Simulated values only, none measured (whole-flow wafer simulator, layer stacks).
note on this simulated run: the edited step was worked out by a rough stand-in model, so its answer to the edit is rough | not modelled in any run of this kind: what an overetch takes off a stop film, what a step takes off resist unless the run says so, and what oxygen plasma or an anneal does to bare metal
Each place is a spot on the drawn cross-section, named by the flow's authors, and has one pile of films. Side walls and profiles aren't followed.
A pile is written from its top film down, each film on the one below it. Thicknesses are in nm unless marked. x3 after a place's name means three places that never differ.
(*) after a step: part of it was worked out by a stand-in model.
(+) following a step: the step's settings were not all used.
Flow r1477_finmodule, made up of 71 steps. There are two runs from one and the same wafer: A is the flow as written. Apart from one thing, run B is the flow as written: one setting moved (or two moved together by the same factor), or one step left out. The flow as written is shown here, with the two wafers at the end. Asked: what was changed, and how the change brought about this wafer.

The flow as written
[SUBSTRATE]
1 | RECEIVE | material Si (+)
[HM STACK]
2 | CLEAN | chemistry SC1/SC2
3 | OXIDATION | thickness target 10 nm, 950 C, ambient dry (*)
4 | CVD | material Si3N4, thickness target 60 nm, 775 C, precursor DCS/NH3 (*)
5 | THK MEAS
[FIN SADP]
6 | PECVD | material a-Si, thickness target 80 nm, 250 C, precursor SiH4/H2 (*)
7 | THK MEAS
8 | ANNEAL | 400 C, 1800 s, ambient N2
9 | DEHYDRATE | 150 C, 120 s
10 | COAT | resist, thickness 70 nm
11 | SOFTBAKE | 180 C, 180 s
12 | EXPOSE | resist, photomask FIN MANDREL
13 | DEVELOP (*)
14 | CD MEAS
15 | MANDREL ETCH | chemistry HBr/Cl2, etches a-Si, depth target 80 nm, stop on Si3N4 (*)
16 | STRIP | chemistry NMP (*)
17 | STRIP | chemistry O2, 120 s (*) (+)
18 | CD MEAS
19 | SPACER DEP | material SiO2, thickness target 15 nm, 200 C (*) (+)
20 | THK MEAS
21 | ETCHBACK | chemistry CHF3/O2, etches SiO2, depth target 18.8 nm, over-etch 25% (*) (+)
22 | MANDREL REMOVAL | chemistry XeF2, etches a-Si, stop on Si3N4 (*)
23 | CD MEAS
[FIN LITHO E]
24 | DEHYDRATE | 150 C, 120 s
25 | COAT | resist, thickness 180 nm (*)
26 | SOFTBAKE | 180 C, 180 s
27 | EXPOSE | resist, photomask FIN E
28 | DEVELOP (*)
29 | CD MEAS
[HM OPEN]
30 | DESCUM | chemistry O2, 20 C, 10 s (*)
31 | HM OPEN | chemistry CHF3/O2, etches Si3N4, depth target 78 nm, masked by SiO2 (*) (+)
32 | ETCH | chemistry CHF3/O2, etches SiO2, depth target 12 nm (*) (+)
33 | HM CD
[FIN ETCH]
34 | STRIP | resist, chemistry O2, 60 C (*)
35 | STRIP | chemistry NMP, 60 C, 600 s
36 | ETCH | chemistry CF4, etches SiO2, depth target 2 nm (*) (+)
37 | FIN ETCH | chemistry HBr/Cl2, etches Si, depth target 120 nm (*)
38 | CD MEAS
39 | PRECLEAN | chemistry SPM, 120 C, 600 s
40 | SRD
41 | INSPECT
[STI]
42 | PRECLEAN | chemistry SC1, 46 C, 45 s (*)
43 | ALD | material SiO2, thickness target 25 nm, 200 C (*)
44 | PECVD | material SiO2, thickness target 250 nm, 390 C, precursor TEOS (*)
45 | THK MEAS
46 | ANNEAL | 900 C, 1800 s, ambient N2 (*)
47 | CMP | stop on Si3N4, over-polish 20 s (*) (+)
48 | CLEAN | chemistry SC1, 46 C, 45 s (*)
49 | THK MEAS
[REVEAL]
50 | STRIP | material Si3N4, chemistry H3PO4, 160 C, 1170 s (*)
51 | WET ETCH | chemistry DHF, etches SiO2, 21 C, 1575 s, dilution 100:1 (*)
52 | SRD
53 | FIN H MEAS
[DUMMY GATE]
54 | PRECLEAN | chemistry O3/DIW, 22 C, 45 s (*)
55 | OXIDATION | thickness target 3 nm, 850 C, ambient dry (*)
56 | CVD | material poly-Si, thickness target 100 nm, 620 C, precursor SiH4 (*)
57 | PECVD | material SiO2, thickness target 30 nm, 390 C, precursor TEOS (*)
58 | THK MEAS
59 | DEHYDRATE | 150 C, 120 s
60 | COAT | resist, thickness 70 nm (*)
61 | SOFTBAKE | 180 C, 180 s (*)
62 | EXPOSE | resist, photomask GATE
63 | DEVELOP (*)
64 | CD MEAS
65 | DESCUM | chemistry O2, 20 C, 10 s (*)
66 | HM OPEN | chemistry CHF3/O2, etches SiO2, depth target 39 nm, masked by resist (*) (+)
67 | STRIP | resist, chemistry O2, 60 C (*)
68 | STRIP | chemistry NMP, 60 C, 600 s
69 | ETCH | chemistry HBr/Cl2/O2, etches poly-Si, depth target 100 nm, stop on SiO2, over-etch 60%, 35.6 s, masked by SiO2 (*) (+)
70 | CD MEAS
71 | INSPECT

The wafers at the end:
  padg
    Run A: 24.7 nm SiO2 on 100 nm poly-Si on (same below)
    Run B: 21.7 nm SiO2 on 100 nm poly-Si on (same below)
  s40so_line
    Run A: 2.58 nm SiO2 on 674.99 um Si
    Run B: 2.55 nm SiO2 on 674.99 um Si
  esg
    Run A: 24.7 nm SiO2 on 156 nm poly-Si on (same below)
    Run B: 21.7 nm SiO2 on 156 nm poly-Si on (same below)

The reason: step 57, PECVD: thickness target 27 nm was run, while the flow as written has thickness target 30 nm.

Step by step, how the change led to this:
  57 | PECVD | material SiO2, thickness target 30 nm, 390 C, precursor TEOS (*)
      pad, padg, elg and 33 more: A +30 SiO2 (new film) | B +27 SiO2 (new film)
  66 | HM OPEN | chemistry CHF3/O2, etches SiO2, depth target 39 nm, masked by resist (*) (+)
      pad, elo, eso and 15 more: A -30 SiO2 (all of it), -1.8 poly-Si | B -27 SiO2 (all of it), -2.4 poly-Si
